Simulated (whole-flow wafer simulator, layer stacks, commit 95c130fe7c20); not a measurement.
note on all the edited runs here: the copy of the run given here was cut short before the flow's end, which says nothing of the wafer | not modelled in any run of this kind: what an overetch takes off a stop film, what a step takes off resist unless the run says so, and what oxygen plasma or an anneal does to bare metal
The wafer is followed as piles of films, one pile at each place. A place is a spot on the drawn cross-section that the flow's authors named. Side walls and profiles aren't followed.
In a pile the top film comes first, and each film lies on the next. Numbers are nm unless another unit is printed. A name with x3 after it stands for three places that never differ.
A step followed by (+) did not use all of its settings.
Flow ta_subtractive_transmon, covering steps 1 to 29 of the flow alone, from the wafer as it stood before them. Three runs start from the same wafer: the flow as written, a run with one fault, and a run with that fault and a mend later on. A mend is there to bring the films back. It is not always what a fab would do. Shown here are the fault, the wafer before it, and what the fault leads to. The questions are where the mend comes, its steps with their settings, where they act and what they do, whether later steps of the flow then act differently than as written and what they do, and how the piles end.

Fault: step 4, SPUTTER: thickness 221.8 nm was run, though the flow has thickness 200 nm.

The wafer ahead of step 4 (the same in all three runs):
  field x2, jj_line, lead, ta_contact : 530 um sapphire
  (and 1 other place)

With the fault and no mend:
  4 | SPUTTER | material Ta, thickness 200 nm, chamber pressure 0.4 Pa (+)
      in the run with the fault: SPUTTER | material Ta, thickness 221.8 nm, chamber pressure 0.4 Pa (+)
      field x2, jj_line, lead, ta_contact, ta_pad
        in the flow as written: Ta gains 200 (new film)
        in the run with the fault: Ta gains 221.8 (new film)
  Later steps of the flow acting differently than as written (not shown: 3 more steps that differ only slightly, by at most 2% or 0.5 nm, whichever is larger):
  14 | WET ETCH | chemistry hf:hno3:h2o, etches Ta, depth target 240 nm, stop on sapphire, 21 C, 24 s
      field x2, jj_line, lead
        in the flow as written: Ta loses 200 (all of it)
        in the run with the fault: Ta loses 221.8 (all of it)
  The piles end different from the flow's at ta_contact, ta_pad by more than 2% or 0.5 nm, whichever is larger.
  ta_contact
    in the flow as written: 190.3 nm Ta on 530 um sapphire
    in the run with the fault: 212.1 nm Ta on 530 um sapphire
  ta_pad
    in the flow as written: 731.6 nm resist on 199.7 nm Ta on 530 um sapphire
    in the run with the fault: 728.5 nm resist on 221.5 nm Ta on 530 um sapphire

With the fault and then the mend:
  The mend stands after step 5.
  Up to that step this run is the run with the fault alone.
  5a | WET ETCH | chemistry hf:hno3:h2o, etches Ta, depth target 255.1 nm, stop on sapphire, 21 C, 25.51 s
      field x2, jj_line, lead, ta_contact, ta_pad
        Ta loses 221.8 (all of it)
  5b | SPUTTER | material Ta, thickness 200 nm, chamber pressure 0.4 Pa (+) (a further turn of the flow's step 4)
      field x2, jj_line, lead, ta_contact, ta_pad
        Ta gains 200 (new film)
  Later steps of the flow that are run all act as written at every place that is followed.
  The piles end the same as the flow's at every place that both follow.
